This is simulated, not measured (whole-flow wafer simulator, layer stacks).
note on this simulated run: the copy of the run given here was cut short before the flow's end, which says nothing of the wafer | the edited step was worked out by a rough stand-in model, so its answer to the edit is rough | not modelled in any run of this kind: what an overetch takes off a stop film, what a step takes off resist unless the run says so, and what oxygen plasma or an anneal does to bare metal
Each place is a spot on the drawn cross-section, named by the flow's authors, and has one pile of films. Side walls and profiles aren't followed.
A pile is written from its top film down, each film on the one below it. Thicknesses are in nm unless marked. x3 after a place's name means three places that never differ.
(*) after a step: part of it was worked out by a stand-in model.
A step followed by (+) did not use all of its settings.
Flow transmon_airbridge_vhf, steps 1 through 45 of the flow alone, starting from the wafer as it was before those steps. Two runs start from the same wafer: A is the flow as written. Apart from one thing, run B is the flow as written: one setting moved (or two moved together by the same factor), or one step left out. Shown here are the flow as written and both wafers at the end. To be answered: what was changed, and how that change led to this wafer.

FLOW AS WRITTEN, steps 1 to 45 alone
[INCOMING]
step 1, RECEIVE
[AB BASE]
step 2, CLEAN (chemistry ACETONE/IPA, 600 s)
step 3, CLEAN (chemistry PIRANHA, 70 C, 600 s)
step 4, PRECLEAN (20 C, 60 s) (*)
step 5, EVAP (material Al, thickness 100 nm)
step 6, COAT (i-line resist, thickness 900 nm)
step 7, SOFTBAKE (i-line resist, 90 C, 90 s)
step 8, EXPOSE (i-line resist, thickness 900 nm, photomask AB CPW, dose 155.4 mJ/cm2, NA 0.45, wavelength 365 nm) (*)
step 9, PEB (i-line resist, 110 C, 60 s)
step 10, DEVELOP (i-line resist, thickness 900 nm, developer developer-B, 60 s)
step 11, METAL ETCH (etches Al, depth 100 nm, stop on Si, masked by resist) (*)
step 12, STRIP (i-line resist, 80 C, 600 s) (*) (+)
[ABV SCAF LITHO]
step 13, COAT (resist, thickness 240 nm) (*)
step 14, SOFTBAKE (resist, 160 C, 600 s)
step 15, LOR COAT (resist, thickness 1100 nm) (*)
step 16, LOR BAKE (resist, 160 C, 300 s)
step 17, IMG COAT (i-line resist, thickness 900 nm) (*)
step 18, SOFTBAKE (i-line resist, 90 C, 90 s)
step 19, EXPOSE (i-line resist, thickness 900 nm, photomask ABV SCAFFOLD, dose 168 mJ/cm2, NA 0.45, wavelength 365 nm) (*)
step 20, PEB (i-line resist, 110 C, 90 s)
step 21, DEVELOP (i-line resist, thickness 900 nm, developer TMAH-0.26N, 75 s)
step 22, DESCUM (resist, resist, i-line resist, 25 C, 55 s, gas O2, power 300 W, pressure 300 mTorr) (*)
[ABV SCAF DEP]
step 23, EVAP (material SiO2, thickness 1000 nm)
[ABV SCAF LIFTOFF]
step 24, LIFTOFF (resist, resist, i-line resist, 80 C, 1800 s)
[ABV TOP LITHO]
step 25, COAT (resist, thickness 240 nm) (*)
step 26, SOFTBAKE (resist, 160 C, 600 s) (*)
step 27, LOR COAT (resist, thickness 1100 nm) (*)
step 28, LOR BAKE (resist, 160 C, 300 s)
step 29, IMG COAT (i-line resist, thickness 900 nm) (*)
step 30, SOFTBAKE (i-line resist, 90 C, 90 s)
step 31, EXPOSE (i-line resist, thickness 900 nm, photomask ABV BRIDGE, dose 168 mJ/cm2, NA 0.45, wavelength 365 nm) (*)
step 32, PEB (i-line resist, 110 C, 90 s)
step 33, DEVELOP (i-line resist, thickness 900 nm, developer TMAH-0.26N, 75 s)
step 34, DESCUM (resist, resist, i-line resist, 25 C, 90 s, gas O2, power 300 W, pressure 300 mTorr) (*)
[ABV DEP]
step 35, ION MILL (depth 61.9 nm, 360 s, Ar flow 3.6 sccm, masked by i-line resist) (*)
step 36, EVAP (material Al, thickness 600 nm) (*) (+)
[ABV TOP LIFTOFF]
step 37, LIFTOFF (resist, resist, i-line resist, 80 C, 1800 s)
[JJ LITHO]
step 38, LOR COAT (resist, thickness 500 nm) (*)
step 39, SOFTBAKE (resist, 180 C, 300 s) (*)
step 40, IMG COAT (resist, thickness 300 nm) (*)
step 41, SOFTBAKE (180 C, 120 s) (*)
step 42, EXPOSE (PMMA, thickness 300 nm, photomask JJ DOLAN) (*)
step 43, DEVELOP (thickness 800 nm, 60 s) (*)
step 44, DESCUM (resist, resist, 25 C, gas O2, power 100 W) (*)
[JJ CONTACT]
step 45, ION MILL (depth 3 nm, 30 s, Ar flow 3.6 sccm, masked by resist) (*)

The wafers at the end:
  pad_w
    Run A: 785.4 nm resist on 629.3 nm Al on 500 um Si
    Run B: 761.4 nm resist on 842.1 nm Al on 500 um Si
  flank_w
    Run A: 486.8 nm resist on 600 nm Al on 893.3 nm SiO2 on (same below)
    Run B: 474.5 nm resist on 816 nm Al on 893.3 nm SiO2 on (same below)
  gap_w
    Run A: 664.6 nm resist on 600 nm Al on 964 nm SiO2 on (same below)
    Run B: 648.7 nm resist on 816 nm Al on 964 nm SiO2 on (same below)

Cause: step 36, EVAP: thickness 816 nm was run, while the flow as written has thickness 600 nm.
One can read it off the wafer: flank_w has Al 816, and step 36 as written asks for 600 nm.

Step by step, how the change led to this:
  step 36, EVAP (material Al, thickness 600 nm) (*) (+)
      field x3, jj_line, ground_far and 10 more: A Al gains 600 (new film) | B Al gains 816 (new film)
      pad_w, pad_e: A Al gains 591.2 | B Al gains 804.1
  step 37, LIFTOFF (resist, resist, i-line resist, 80 C, 1800 s)
      field x3, jj_line, trace_open_s x2: A Al loses 600 (all of it), i-line resist loses 600 (all of it), resist loses 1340 (all of it) | B Al loses 816 (all of it), i-line resist loses 600 (all of it), resist loses 1340 (all of it)
      margin_s, margin_n: A Al loses 600 (all of it), i-line resist loses 318.3 (all of it), resist loses 992 (all of it) | B Al loses 816 (all of it), i-line resist loses 318.3 (all of it), resist loses 992 (all of it)
      (as well as at 1 more place)
  step 38, LOR COAT (resist, thickness 500 nm) (*)
      pad_w, pad_e: A resist gains 517 (new film) | B resist gains 501.6 (new film)
      margin_s, margin_n: A resist gains 445.3 (new film) | B resist gains 461.2 (new film)
      (as well as at 1 more place)
  step 40, IMG COAT (resist, thickness 300 nm) (*)
      pad_w, pad_e: A resist gains 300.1 | B resist gains 291.5
      flank_w, flank_e: A resist gains 212.1 | B resist gains 205.1
      (as well as at 4 more places)
